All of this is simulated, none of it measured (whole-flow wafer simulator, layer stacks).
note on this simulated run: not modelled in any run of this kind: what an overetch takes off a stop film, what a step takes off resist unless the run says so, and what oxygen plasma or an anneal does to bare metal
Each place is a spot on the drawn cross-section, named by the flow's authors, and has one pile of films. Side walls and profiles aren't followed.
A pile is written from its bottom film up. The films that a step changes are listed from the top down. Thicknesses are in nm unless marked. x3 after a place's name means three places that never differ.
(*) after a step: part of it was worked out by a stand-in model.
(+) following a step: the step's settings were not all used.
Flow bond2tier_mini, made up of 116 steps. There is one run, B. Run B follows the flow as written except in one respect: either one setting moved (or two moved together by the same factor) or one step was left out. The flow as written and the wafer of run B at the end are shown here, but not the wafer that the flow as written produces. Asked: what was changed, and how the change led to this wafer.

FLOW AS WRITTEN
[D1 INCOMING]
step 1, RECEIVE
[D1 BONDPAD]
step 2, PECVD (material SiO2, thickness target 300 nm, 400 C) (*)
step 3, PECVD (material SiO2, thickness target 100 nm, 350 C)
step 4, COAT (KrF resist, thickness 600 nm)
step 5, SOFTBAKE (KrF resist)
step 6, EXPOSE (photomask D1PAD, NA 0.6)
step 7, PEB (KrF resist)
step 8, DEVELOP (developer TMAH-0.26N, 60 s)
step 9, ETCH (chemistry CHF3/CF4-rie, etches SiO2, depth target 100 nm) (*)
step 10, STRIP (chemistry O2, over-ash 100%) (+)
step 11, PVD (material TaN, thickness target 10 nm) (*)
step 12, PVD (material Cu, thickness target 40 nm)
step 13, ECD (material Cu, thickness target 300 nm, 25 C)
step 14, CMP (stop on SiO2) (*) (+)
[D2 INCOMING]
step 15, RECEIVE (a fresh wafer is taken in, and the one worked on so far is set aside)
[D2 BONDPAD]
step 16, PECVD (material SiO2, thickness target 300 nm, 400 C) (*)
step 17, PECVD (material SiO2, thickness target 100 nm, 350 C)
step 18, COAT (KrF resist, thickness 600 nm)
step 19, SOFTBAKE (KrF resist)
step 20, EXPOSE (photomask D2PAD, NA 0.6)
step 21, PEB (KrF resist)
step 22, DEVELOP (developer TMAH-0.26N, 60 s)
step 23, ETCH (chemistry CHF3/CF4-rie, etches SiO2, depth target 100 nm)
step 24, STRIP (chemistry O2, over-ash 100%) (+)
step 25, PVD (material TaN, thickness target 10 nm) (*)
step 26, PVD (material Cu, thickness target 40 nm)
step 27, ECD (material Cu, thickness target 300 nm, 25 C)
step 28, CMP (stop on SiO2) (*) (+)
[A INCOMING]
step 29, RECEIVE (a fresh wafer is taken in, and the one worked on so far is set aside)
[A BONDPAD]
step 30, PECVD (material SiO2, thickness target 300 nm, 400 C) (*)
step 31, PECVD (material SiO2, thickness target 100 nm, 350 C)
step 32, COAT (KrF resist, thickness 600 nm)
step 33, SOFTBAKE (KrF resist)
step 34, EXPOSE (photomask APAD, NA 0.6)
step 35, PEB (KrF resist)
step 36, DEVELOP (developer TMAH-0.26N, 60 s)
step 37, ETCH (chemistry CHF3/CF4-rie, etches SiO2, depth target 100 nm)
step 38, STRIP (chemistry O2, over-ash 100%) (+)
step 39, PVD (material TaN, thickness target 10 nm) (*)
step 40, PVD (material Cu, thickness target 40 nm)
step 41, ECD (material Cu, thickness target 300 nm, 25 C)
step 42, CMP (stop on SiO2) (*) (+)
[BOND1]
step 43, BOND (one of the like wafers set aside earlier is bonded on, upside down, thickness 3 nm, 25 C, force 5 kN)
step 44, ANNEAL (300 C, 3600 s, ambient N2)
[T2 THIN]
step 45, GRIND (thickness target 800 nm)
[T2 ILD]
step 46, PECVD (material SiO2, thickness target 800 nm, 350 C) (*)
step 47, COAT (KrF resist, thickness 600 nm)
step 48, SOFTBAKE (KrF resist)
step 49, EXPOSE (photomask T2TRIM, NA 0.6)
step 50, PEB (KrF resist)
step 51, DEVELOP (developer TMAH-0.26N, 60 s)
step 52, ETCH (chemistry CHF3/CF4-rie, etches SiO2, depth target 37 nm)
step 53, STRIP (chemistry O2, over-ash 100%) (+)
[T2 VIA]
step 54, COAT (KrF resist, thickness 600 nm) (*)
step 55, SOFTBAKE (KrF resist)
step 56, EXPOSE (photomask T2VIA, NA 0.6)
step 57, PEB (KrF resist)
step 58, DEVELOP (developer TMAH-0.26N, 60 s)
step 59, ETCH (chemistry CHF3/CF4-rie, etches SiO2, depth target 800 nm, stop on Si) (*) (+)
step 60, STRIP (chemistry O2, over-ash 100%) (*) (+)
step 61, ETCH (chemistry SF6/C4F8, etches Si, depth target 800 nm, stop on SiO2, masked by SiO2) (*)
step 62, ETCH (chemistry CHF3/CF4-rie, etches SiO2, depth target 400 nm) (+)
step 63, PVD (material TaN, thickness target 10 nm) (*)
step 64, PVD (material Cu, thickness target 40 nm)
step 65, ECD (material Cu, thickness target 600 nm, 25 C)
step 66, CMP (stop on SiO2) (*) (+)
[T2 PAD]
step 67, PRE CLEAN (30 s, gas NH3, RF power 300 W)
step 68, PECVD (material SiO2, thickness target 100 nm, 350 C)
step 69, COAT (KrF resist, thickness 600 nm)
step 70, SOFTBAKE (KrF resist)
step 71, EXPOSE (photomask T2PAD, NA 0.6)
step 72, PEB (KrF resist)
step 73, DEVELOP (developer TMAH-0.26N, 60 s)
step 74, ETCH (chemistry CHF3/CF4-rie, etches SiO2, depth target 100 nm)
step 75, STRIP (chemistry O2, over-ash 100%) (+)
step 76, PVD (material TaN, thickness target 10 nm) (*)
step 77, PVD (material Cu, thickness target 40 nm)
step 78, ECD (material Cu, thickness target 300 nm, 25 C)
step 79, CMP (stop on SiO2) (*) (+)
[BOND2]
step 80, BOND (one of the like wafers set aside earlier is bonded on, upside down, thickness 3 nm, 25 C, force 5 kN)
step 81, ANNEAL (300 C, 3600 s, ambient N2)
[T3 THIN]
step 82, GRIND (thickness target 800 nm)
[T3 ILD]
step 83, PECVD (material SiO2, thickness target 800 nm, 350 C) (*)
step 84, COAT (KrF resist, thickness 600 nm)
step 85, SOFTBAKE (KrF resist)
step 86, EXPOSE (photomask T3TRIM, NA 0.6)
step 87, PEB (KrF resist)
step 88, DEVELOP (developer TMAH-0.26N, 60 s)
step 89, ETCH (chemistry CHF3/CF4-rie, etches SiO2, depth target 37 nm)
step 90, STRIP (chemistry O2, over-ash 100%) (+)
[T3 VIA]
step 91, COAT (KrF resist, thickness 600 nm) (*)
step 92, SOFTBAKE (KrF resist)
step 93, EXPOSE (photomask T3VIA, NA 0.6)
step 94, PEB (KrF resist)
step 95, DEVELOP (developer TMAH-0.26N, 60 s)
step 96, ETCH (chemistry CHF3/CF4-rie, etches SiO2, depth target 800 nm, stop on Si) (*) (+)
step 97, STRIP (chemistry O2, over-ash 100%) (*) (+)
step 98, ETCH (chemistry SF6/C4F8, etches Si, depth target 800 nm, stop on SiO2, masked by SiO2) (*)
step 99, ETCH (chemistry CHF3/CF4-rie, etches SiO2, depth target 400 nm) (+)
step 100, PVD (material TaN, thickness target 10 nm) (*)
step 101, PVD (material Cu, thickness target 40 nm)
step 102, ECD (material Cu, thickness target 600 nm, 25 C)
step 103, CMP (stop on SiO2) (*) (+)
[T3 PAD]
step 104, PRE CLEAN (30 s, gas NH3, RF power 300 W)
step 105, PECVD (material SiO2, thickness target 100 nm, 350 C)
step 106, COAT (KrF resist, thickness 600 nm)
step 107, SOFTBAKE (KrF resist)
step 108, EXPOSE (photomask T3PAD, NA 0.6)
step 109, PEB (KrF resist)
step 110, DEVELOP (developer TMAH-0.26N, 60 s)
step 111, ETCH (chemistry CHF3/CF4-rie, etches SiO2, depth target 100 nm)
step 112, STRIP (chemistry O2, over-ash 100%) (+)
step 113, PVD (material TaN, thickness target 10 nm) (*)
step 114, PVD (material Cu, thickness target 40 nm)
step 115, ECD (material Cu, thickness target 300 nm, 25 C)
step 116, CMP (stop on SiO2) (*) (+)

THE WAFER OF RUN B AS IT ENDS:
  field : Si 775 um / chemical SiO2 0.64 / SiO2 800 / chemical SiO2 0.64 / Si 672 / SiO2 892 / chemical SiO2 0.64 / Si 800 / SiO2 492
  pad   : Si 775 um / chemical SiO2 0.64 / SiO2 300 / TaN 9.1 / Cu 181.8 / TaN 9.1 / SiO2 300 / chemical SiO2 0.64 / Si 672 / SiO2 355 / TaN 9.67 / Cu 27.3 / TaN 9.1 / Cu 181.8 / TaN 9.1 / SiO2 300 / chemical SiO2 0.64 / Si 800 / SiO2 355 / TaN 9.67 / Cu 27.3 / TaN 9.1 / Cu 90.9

What caused this: step 45, GRIND: thickness target 672 nm was run, though the flow has thickness target 800 nm.
The wafer lets one read it off: field has Si 672, and step 45 as written asks for 800 nm.

Step by step, how the change led to this:
  step 45, GRIND (thickness target 800 nm)
      field, pad, via: -774.33 um Si (in the flow as written it would be: -774.2 um Si)
